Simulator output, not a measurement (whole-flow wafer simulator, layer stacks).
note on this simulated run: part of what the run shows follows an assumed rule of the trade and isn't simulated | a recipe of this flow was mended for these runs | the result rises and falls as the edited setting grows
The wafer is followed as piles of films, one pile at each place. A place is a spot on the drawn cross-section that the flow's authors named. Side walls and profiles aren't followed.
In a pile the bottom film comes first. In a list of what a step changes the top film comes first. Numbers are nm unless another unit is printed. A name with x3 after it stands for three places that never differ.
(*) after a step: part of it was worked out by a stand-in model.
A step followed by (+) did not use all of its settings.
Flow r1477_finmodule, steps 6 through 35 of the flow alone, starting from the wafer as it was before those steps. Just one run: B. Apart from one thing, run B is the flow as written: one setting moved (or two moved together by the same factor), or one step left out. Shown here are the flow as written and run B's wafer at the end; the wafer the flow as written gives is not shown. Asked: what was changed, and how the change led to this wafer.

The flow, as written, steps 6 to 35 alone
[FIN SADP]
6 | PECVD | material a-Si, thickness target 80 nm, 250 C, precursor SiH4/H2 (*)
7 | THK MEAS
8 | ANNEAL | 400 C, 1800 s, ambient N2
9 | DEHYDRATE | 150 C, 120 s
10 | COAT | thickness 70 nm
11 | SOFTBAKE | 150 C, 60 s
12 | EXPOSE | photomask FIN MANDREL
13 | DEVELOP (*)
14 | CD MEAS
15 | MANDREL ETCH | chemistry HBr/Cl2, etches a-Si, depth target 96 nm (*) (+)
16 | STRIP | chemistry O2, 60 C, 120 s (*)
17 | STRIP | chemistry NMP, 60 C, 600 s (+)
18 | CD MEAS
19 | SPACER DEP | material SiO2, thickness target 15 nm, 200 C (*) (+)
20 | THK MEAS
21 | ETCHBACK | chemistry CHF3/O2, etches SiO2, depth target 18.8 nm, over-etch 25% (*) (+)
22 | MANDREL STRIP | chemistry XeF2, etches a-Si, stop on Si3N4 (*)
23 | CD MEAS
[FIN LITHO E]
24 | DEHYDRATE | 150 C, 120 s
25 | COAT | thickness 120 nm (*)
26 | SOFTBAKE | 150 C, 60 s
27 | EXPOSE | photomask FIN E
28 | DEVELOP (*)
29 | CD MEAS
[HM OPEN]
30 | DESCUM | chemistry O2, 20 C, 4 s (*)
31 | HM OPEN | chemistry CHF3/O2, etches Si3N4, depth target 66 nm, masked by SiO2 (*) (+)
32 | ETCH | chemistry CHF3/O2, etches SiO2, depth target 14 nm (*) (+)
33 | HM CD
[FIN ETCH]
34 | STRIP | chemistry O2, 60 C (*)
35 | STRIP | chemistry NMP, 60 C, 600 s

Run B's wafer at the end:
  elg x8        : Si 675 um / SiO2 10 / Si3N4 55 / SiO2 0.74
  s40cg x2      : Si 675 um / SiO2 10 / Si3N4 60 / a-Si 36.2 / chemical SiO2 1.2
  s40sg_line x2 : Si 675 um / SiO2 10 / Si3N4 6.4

What caused this: step 6, PECVD: thickness target 60.8 nm was run, whereas the flow has thickness target 80 nm; step 21, ETCHBACK: depth target 14.3 nm was run, where the flow has depth target 18.8 nm.

The path from the change to this, step by step:
  6 | PECVD | material a-Si, thickness target 80 nm, 250 C, precursor SiH4/H2 (*)
      pad x2, elg x8, esg x2 and 24 more: +60.8 a-Si (new film) (it would be, as written: +80 a-Si (new film))
  15 | MANDREL ETCH | chemistry HBr/Cl2, etches a-Si, depth target 96 nm (*) (+)
      pad x2, elg x8, esg x2 and 18 more: -60.8 a-Si (all of it), -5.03 Si3N4 (it would be, as written: -80 a-Si (all of it), -2.29 Si3N4)
  21 | ETCHBACK | chemistry CHF3/O2, etches SiO2, depth target 18.8 nm, over-etch 25% (*) (+)
      pad x2, elg x8, esg x2 and 12 more: -14.3 SiO2 (it would be, as written: -15 SiO2 (all of it), -3.62 Si3N4)
      s40cg x2, s45cg x2, s50cg x2: -14.3 SiO2 (it would be, as written: -15 SiO2 (all of it), -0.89 chemical SiO2 (all of it), -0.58 a-Si)
  22 | MANDREL STRIP | chemistry XeF2, etches a-Si, stop on Si3N4 (*)
      s40cg x2, s45cg x2, s50cg x2: nothing (it would be, as written: -79 a-Si (all of it))
  25 | COAT | thickness 120 nm (*)
      s40cg x2: +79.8 e-beam-resist (new film) (it would be, as written: +136.7 e-beam-resist (new film))
      s40sg x2: +146 e-beam-resist (new film) (it would be, as written: +142.6 e-beam-resist (new film))
      (also at 14 further places)
  28 | DEVELOP (*)
      s40cg x2: -79.8 e-beam-resist (all of it) (it would be, as written: -136.7 e-beam-resist (all of it))
      s40sg x2: -146 e-beam-resist (all of it) (it would be, as written: -142.6 e-beam-resist (all of it))
      (also at 14 further places)
  31 | HM OPEN | chemistry CHF3/O2, etches Si3N4, depth target 66 nm, masked by SiO2 (*) (+)
      pad x2, esg x2, e40sg x2, e100sg x2, e200sg x2, s40sg x2, s45sg x2, s50sg x2: -0.74 SiO2 (all of it), -55 Si3N4 (all of it), -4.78 SiO2 (it would be, as written: -54.1 Si3N4 (all of it), -5.95 SiO2)
      s40cg x2, s45cg x2, s50cg x2: -0.76 SiO2 (all of it), -0.89 chemical SiO2 (all of it), -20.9 a-Si (it would be, as written: -60 Si3N4 (all of it), -3 SiO2)
      (also at 6 further places)
  32 | ETCH | chemistry CHF3/O2, etches SiO2, depth target 14 nm (*) (+)
      s40cg x2, s45cg x2, s50cg x2: -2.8 a-Si (it would be, as written: -7 SiO2 (all of it), -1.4 Si)
      s45sg_line x2, s50sg_line x2: -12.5 Si3N4 (it would be, as written: -14 SiO2)
      (also at 18 further places)
  34 | STRIP | chemistry O2, 60 C (*)
      s40cg x2, s45cg x2, s50cg x2: +1.2 chemical SiO2 (new film), -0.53 a-Si (it would be, as written: +1.2 chemical SiO2 (new film), -0.53 Si)
